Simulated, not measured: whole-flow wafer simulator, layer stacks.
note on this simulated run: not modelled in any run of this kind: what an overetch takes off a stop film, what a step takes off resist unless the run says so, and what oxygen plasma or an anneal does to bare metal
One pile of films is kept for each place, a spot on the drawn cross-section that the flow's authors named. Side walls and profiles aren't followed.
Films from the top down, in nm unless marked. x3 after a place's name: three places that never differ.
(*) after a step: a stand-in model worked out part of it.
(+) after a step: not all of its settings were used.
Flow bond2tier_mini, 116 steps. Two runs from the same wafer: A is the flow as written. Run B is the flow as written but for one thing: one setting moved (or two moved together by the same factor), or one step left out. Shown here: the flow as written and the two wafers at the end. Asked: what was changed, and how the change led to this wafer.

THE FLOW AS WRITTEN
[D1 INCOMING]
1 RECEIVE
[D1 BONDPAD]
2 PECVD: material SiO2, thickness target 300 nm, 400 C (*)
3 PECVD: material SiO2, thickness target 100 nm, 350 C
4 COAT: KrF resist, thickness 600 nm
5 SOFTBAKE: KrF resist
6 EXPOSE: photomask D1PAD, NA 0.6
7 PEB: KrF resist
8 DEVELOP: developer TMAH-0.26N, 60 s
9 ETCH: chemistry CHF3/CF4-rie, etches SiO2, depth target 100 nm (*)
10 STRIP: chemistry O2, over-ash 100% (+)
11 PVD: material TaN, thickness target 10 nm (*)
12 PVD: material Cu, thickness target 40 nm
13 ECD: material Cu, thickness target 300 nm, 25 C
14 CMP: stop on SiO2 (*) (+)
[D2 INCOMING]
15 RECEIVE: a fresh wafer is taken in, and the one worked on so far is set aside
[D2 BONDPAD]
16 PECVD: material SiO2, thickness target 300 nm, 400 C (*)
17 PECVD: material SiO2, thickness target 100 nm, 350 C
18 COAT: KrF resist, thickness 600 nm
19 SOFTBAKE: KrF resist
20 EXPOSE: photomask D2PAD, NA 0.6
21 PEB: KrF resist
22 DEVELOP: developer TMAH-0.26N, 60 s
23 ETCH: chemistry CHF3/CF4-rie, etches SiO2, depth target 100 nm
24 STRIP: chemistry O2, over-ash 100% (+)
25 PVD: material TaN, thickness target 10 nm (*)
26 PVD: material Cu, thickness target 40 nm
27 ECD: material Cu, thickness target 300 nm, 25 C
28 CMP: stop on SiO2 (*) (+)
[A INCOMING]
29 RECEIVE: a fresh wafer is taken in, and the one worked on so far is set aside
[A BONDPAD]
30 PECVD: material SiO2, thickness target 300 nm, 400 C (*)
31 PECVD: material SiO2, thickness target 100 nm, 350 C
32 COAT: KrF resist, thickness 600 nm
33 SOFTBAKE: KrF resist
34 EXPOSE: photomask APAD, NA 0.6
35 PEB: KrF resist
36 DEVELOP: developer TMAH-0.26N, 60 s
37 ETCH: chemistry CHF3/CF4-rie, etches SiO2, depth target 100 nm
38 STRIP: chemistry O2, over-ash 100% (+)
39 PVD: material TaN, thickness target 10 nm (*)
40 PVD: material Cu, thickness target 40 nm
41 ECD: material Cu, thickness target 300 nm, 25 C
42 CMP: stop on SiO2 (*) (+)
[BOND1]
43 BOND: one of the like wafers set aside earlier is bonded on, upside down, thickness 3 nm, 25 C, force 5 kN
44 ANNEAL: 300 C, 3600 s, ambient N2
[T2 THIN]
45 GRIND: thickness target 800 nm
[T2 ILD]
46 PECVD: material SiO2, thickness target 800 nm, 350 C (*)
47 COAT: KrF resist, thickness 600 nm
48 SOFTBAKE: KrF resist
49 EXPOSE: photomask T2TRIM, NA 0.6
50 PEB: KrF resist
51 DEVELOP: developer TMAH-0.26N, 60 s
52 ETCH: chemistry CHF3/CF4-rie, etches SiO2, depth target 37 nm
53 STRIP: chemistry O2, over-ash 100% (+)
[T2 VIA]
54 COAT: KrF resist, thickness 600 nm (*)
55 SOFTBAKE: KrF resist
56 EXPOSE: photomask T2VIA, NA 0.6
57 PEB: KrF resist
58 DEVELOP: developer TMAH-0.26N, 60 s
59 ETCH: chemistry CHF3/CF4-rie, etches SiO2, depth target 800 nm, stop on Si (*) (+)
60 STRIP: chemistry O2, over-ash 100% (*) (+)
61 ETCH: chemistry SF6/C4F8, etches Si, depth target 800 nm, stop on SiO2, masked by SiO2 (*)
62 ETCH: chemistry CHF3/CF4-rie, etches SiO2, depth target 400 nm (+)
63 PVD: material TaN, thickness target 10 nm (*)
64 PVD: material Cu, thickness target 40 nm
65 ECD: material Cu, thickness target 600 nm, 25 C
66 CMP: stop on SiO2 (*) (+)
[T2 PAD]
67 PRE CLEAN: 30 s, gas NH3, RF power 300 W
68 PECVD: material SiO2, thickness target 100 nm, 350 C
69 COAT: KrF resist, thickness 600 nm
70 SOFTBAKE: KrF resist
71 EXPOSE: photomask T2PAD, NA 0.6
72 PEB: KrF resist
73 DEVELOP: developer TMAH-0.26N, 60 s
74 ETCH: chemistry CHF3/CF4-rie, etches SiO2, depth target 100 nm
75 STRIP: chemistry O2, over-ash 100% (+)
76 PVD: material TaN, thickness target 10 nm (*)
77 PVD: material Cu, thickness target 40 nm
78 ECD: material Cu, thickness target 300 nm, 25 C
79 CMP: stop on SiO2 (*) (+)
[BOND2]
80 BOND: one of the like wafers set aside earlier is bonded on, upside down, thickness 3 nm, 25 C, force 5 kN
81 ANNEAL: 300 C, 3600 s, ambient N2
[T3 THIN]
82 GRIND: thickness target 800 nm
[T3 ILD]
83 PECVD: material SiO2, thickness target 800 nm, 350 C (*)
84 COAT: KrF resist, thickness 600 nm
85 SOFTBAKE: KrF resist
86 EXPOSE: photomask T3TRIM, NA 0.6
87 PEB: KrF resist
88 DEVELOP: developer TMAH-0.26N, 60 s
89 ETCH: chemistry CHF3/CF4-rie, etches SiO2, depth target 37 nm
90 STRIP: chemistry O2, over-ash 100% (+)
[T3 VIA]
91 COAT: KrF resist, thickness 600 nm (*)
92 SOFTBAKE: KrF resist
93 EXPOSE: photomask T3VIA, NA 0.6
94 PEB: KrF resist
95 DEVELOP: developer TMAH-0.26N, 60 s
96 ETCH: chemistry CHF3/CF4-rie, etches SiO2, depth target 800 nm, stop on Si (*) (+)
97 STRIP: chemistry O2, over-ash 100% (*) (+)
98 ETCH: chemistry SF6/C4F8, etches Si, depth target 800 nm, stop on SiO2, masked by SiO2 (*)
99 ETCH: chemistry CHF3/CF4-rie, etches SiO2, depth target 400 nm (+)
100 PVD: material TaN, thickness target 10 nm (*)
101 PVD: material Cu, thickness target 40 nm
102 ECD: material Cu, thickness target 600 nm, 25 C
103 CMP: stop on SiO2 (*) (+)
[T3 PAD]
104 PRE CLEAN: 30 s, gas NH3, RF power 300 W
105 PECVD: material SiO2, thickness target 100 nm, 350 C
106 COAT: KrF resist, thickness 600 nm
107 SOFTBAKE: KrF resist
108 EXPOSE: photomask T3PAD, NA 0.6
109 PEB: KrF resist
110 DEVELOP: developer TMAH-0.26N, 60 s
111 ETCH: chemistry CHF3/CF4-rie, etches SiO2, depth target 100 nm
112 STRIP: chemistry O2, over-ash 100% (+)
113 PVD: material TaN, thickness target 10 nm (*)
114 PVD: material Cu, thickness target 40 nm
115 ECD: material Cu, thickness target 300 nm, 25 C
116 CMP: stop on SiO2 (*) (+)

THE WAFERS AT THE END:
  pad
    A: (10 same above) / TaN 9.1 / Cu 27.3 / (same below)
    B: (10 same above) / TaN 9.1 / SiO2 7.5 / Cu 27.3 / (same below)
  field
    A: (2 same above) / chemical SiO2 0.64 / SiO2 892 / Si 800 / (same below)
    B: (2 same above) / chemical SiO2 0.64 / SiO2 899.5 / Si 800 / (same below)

The cause: step 68, PECVD: thickness target 107.5 nm was run, where the flow has thickness target 100 nm.

How the change led to this, step by step:
  68 PECVD: material SiO2, thickness target 100 nm, 350 C
      field: A SiO2 +100 | B SiO2 +107.5
      pad: A SiO2 +100 (new film) | B SiO2 +107.5 (new film)
  74 ETCH: chemistry CHF3/CF4-rie, etches SiO2, depth target 100 nm
      pad: A SiO2 -100 (all of it) | B SiO2 -100
Counting metal films that touch as one body, pad has 4 bodies (between them, from the top down: SiO2 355 / Si 800 / chemical SiO2 0.64 / SiO2 300; SiO2 7.5; SiO2 355 / Si 800 / chemical SiO2 0.64 / SiO2 300); the flow as written gives 3 bodies (between them, from the top down: SiO2 355 / Si 800 / chemical SiO2 0.64 / SiO2 300; SiO2 355 / Si 800 / chemical SiO2 0.64 / SiO2 300).
